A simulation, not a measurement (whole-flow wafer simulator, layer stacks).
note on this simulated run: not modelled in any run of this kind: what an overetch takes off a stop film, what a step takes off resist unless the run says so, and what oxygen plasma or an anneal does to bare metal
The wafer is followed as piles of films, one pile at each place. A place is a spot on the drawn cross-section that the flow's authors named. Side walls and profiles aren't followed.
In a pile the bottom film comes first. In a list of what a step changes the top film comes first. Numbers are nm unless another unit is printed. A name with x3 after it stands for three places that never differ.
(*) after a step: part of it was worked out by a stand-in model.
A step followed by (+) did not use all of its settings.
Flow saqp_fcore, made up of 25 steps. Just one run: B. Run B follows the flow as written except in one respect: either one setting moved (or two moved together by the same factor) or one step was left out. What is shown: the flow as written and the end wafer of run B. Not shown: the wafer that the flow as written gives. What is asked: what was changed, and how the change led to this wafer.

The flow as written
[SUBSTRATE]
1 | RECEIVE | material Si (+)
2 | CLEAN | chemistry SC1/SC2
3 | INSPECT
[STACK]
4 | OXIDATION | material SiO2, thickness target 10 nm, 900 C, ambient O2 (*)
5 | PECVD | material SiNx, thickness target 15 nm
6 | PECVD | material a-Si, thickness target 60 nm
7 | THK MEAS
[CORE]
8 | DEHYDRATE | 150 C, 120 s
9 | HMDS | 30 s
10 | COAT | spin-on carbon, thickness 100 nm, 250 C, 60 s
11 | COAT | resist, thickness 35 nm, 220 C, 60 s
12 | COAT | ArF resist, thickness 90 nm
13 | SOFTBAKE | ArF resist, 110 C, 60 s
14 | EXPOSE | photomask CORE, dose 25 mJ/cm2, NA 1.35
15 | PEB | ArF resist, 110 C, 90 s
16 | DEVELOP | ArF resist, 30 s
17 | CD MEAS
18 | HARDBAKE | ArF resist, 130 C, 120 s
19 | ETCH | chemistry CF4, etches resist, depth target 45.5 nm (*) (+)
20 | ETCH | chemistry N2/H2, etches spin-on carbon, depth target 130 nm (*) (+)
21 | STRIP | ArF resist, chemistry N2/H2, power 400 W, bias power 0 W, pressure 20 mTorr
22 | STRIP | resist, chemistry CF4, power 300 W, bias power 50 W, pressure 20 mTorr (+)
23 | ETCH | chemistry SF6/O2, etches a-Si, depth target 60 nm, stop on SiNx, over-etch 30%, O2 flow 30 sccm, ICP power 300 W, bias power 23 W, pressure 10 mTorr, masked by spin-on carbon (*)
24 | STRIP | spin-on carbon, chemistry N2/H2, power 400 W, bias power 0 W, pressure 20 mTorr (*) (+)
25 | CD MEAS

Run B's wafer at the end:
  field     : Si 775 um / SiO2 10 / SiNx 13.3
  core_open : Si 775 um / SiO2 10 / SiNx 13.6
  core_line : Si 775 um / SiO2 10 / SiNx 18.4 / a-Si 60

Cause: step 5, PECVD: thickness target 18.4 nm was run, while the flow as written has thickness target 15 nm.
One can read it off the wafer: core_line has SiNx 18.4, and step 5 as written asks for 15 nm.

Step by step, how the change led to this:
  5 | PECVD | material SiNx, thickness target 15 nm
      field, core_open, core_line: +18.4 SiNx (new film) (in the flow as written it would be: +15 SiNx (new film))
